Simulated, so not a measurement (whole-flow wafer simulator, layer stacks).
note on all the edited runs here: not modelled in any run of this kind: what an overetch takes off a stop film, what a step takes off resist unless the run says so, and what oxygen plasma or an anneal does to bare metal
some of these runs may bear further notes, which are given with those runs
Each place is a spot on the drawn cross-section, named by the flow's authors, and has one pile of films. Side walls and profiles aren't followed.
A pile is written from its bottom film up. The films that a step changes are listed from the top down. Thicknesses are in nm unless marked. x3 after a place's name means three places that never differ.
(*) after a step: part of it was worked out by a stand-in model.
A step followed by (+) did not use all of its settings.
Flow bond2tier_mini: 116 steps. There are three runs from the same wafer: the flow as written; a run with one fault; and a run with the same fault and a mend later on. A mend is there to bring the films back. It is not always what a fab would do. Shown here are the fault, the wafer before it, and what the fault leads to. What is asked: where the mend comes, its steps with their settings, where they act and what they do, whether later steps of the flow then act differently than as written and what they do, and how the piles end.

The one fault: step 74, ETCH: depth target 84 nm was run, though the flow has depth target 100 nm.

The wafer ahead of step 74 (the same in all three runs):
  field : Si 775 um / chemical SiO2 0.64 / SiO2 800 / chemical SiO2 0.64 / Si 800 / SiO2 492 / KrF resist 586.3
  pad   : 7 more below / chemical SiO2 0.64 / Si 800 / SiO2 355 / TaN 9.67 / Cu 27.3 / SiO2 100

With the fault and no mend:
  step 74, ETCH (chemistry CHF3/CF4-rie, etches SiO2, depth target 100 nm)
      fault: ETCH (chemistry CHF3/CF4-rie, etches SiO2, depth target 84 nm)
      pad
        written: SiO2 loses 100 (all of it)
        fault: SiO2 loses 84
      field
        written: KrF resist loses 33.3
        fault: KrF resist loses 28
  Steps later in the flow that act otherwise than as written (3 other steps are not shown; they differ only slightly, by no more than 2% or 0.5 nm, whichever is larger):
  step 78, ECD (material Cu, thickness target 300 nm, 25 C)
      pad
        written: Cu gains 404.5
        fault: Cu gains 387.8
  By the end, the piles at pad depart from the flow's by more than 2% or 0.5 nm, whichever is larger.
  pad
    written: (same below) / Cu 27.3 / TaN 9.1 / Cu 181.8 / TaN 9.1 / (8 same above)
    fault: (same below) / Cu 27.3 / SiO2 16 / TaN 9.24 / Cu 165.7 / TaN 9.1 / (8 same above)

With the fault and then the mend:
  The mend follows step 75.
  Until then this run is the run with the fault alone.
  step 75a, COAT (KrF resist, thickness 600 nm) (*) (a further turn of the flow's step 69)
      field
        KrF resist gains 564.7 (new film)
      pad
        KrF resist gains 636.9 (new film)
  step 75b, SOFTBAKE (KrF resist) (a further turn of the flow's step 70)
      alters no film at any place that is followed
  step 75c, EXPOSE (photomask T2PAD, NA 0.6) (a further turn of the flow's step 71)
      alters no film at any place that is followed
  step 75d, PEB (KrF resist) (a further turn of the flow's step 72)
      alters no film at any place that is followed
  step 75e, DEVELOP (developer TMAH-0.26N, 60 s) (a further turn of the flow's step 73)
      field
        KrF resist loses 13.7
      pad
        KrF resist loses 636.9 (all of it)
  step 75f, ETCH (chemistry CHF3/CF4-rie, etches SiO2, depth target 16 nm) (a further turn of the flow's step 74, with different settings)
      field
        KrF resist loses 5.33
      pad
        SiO2 loses 16 (all of it)
  step 75g, STRIP (chemistry O2, over-ash 100%) (+) (a further turn of the flow's step 75)
      field
        KrF resist loses 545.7 (all of it)
  Every later step of the flow that is run acts as written at every place that is followed.
  By the end, the piles equal the flow's at every place that both follow.
